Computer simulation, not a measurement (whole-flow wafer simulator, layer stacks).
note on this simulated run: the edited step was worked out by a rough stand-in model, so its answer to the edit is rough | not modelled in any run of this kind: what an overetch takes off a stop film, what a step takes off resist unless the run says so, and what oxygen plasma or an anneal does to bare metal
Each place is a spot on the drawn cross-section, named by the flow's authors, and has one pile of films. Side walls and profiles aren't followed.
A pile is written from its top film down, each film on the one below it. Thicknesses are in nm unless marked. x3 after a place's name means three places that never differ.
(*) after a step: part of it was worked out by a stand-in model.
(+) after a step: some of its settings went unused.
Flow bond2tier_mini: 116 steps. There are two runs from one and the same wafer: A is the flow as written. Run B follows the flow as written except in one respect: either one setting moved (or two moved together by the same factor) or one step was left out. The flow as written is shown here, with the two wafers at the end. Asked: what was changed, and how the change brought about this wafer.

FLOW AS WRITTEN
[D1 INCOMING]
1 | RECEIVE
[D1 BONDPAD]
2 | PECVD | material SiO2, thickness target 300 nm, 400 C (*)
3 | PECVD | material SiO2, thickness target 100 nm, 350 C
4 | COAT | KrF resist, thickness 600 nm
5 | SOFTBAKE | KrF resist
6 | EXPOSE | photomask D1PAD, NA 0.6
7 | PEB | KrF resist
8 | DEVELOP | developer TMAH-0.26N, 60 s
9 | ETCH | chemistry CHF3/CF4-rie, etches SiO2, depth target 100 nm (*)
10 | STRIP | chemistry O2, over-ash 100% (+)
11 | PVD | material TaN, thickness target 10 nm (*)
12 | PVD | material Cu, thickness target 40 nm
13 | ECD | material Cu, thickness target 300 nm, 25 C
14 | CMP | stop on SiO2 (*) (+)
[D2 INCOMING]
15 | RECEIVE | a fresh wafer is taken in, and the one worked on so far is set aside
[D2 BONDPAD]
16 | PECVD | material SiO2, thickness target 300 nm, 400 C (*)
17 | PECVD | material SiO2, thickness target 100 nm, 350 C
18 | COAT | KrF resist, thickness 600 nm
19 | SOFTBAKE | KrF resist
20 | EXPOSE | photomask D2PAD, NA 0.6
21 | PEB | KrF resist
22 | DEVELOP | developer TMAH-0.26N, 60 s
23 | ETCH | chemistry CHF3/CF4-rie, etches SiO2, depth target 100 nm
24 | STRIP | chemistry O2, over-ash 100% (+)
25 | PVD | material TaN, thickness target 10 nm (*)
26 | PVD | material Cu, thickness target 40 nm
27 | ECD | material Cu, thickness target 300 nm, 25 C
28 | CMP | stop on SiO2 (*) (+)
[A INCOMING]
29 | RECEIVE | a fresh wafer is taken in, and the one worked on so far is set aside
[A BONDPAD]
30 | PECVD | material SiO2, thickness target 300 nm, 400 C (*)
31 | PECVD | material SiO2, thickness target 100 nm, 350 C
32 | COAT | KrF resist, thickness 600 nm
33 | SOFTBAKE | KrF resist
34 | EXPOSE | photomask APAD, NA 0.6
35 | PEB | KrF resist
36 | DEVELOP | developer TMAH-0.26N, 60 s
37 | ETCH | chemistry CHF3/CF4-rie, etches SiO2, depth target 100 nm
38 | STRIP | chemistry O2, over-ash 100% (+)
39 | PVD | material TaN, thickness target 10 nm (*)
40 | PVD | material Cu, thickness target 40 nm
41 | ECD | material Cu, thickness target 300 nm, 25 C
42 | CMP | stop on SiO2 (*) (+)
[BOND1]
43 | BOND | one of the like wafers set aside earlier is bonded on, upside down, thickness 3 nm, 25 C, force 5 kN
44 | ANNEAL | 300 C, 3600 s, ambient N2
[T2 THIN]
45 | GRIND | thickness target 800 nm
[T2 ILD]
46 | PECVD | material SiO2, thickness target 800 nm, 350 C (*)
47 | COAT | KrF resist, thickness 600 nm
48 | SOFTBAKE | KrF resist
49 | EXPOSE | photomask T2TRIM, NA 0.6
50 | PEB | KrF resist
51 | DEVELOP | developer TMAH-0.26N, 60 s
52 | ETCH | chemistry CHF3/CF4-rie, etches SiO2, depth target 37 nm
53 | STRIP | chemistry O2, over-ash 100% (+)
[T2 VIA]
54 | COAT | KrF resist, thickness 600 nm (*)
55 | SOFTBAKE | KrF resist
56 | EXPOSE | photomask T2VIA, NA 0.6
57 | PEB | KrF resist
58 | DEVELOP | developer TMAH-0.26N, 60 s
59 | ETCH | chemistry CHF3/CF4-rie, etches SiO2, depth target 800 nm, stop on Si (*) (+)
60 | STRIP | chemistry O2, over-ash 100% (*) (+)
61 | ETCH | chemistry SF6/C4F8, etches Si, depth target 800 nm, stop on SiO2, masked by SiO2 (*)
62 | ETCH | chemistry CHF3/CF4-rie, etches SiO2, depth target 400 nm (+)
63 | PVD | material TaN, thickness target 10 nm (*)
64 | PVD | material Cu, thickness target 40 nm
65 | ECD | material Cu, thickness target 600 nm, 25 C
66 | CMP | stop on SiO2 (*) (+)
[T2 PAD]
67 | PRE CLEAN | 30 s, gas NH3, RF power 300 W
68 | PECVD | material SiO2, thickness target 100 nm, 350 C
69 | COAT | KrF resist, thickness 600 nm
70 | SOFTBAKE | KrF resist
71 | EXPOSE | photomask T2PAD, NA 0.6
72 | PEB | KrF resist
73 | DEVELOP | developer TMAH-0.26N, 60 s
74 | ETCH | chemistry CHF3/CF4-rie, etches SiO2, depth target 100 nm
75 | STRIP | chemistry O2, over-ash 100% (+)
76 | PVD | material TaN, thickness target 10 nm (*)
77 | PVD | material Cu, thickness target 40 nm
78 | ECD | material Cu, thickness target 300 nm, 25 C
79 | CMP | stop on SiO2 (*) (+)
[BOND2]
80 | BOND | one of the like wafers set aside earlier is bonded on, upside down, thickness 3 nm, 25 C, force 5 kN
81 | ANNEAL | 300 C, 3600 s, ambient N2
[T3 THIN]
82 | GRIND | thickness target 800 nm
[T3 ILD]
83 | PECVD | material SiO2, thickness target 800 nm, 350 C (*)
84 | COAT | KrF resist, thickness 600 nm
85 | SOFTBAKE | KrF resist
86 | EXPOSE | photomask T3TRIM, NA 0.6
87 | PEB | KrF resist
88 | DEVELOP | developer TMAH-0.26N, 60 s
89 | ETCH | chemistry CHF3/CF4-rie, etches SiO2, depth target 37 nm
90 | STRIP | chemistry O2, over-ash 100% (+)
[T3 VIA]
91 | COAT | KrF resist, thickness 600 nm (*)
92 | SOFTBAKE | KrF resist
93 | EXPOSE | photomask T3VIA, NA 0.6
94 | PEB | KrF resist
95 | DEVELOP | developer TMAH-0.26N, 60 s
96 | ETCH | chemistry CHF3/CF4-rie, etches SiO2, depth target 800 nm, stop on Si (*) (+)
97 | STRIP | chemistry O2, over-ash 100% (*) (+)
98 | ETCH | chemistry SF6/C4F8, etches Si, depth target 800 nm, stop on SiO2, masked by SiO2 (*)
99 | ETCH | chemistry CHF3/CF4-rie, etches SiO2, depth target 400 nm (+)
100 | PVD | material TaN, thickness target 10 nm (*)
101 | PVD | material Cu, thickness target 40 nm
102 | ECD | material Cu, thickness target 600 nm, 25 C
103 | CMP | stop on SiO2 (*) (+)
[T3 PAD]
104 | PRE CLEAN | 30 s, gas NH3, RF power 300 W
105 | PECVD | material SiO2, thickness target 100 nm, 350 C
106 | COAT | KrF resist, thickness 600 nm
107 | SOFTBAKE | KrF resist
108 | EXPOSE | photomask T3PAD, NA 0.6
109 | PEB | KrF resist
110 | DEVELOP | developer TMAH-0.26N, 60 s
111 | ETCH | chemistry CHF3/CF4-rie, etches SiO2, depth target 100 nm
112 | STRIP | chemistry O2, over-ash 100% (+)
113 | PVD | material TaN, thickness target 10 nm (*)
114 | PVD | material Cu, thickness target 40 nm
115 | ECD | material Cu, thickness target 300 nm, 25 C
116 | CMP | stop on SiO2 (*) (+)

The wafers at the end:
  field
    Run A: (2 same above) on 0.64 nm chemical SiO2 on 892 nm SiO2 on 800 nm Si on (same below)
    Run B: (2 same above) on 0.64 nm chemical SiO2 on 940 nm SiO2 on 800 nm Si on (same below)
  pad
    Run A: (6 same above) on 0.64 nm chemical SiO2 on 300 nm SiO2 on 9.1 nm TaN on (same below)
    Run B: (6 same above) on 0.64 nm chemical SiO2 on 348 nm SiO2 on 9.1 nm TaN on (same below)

Cause: step 16, PECVD: thickness target 348 nm was run, though the flow has thickness target 300 nm.
One can read it off the wafer: pad has SiO2 348, and step 16 as written asks for 300 nm.

Step by step, how the change led to this:
  16 | PECVD | material SiO2, thickness target 300 nm, 400 C (*)
      field, pad, via: A SiO2 gains 300 (new film) | B SiO2 gains 348 (new film)
  80 | BOND | one of the like wafers set aside earlier is bonded on, upside down, thickness 3 nm, 25 C, force 5 kN
      field: A Si gains 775 um (new film), chemical SiO2 gains 0.64 (new film), SiO2 gains 400 | B Si gains 775 um (new film), chemical SiO2 gains 0.64 (new film), SiO2 gains 448
      pad: A Si gains 775 um (new film), chemical SiO2 gains 0.64 (new film), SiO2 gains 300 (new film), TaN gains 9.1 (new film), Cu gains 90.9 | B Si gains 775 um (new film), chemical SiO2 gains 0.64 (new film), SiO2 gains 348 (new film), TaN gains 9.1 (new film), Cu gains 90.9
